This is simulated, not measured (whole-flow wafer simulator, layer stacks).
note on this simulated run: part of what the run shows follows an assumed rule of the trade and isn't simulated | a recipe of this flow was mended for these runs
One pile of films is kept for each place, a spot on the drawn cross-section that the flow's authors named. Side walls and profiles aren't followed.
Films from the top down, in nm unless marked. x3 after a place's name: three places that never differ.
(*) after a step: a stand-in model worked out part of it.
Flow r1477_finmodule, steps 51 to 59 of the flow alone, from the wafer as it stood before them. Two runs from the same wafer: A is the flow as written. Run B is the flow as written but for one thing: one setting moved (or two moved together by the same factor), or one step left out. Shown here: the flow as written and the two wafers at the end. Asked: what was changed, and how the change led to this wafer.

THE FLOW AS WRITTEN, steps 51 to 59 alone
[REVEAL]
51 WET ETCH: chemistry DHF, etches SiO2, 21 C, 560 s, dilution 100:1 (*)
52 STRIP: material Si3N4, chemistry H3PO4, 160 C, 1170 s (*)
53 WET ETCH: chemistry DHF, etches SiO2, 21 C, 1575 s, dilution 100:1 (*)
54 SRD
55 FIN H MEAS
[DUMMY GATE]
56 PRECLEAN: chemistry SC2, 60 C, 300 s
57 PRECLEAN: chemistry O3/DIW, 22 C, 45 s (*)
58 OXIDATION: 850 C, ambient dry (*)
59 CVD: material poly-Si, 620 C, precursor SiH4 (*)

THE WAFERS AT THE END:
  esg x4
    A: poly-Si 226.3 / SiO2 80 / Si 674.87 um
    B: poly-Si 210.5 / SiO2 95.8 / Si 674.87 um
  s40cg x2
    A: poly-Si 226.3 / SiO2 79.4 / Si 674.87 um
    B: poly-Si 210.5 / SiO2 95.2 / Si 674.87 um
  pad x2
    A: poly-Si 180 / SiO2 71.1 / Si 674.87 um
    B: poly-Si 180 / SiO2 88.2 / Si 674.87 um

The cause: step 53, WET ETCH: 1260 s was run, where the flow has 1575 s.

How the change led to this, step by step:
  53 WET ETCH: chemistry DHF, etches SiO2, 21 C, 1575 s, dilution 100:1 (*)
      esg x4, e100sg x2, e200sg x2 and 12 more: A SiO2 -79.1 | B SiO2 -63.3
      pad x2: A SiO2 -85.7 | B SiO2 -68.6
  59 CVD: material poly-Si, 620 C, precursor SiH4 (*)
      esg x4, e100sg x2, s40cg x2, s40sg x2, s45cg x2, s45sg x2, s50cg x2, s50sg x2: A poly-Si +226.3 (new film) | B poly-Si +210.5 (new film)
      e200sg x2: A poly-Si +219.2 (new film) | B poly-Si +203.4 (new film)
